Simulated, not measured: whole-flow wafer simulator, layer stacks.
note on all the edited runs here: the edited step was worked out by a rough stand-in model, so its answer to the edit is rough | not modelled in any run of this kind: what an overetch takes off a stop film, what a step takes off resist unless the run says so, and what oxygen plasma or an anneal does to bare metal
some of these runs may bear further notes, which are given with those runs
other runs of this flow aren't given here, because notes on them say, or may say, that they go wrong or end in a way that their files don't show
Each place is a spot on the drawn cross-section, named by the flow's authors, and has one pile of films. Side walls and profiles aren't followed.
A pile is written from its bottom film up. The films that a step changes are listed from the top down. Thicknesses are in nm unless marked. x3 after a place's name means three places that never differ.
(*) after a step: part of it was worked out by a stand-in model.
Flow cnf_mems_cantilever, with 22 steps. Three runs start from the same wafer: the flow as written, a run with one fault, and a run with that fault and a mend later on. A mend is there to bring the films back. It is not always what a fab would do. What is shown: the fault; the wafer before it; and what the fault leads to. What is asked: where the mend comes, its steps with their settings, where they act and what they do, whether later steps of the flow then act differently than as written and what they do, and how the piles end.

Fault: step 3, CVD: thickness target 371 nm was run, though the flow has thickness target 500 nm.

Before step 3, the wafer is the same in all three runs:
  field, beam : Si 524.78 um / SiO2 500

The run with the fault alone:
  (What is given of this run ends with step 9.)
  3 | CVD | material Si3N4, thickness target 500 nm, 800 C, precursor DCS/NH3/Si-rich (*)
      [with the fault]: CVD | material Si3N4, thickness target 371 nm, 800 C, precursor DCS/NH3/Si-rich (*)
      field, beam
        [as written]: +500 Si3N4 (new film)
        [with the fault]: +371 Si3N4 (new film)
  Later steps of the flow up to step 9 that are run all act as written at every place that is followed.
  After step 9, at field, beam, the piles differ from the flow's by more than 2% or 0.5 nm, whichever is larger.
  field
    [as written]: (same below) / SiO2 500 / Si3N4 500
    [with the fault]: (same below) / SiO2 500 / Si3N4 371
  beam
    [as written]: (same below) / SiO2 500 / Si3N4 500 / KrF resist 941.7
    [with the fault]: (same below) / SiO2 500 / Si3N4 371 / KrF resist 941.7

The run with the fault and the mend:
  After step 3 comes the mend.
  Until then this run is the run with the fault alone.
  3a | ETCH | chemistry h3po4, depth target 426.6 nm
      field, beam
        -371 Si3N4 (all of it)
  3b | CLEAN | chemistry SC1/SC2 (the flow's step 1, run once more)
      alters no film at any place that is followed
  3c | CVD | material Si3N4, thickness target 500 nm, 800 C, precursor DCS/NH3/Si-rich (*) (the flow's step 3, run once more)
      field, beam
        +500 Si3N4 (new film)
  Later steps of the flow that are run all act as written at every place that is followed.
  By the end, the piles equal the flow's at every place that both follow.
